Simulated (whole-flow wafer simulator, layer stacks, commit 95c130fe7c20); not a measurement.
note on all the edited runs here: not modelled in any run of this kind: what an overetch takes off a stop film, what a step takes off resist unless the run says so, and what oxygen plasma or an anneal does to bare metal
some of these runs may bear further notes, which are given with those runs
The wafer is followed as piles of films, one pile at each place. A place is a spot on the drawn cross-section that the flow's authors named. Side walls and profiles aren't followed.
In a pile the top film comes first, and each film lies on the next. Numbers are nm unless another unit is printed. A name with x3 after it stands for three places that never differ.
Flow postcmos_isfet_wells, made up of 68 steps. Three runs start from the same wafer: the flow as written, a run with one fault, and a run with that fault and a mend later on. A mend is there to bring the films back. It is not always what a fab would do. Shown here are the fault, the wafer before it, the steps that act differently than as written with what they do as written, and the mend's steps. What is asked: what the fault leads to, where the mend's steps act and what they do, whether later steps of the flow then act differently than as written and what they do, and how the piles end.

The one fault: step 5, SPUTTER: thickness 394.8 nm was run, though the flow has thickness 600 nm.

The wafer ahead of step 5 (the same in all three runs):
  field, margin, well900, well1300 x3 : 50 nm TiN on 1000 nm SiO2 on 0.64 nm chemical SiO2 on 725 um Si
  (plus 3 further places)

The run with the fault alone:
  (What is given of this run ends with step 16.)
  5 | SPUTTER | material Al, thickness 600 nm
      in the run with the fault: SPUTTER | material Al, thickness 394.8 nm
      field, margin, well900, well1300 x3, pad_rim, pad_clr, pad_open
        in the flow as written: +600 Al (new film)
        in the run with the fault: +394.8 Al (new film)
  Later steps of the flow up to step 16 that are run all act as written at every place that is followed.
  The piles after step 16 differ from the flow's at field, margin, well900, well1300 x3, pad_rim, pad_clr, pad_open by more than 2% or 0.5 nm, whichever is larger.
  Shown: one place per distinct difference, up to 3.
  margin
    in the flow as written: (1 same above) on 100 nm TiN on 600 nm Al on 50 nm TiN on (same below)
    in the run with the fault: (1 same above) on 100 nm TiN on 394.8 nm Al on 50 nm TiN on (same below)
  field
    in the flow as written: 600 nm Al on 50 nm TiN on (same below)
    in the run with the fault: 394.8 nm Al on 50 nm TiN on (same below)

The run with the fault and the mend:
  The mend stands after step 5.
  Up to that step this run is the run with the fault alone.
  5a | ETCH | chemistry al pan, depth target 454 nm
      field, margin, well900, well1300 x3, pad_rim, pad_clr, pad_open
        -394.8 Al (all of it)
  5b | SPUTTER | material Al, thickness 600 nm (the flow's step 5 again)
      field, margin, well900, well1300 x3, pad_rim, pad_clr, pad_open
        +600 Al (new film)
  Later steps of the flow that are run all act as written at every place that is followed.
  By the end, the piles equal the flow's at every place that both follow.
